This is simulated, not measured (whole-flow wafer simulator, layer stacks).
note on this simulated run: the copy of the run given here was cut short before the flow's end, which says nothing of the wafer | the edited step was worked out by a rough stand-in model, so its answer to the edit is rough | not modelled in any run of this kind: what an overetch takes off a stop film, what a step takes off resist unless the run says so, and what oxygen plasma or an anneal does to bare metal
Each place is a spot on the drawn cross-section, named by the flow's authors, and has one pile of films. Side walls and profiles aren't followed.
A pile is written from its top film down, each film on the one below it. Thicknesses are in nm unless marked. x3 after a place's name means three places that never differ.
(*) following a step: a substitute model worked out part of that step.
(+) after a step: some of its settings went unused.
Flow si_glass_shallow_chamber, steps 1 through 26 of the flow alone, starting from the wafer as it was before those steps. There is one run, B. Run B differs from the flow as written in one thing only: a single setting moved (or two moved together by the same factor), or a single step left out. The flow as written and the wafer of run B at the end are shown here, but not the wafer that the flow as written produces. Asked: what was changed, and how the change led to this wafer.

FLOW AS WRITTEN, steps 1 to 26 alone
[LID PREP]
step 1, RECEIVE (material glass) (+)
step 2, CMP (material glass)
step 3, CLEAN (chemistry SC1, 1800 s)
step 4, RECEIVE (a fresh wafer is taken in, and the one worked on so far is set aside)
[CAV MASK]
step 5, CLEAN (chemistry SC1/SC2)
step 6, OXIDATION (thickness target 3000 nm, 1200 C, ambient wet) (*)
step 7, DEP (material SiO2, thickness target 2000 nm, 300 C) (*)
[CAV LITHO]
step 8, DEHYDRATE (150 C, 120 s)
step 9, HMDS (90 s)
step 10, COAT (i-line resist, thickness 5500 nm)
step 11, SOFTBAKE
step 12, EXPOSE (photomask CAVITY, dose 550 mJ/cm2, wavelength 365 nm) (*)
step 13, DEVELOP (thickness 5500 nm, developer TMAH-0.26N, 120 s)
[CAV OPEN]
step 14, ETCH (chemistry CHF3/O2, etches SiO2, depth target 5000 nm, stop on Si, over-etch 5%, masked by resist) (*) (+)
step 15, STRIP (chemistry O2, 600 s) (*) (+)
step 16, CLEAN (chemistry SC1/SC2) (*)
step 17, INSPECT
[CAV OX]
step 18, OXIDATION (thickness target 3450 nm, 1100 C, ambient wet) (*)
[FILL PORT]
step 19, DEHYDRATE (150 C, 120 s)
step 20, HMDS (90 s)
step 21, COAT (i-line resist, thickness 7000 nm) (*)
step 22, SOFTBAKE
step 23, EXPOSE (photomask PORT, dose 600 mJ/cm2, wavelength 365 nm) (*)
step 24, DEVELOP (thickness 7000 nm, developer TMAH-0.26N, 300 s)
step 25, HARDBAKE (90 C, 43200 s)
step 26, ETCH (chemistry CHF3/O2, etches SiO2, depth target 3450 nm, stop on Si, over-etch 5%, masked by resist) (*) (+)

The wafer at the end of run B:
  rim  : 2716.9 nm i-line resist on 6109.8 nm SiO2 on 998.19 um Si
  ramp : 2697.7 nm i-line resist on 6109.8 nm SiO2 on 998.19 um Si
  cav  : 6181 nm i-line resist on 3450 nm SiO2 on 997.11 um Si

Cause: step 21, COAT: thickness 8400 nm was run, whereas the flow has thickness 7000 nm.

How this came from the change, step by step:
  step 21, COAT (i-line resist, thickness 7000 nm) (*)
      rim: i-line resist gains 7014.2 (new film) (in the flow as written it would be: i-line resist gains 5660.1 (new film))
      ramp: i-line resist gains 6432.4 (new film) (in the flow as written it would be: i-line resist gains 5087.8 (new film))
      (as well as at 4 more places)
  step 22, SOFTBAKE
      rim: i-line resist loses 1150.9 (in the flow as written it would be: i-line resist loses 849)
      ramp: i-line resist loses 589.1 (in the flow as written it would be: i-line resist loses 434.5)
      (as well as at 4 more places)
  step 24, DEVELOP (thickness 7000 nm, developer TMAH-0.26N, 300 s)
      port: i-line resist loses 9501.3 (all of it) (in the flow as written it would be: i-line resist loses 7752.6 (all of it))
  step 25, HARDBAKE (90 C, 43200 s)
      rim: i-line resist loses 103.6 (in the flow as written it would be: i-line resist loses 62.5)
      ramp: i-line resist loses 102.8 (in the flow as written it would be: i-line resist loses 57.1)
      (as well as at 3 more places)
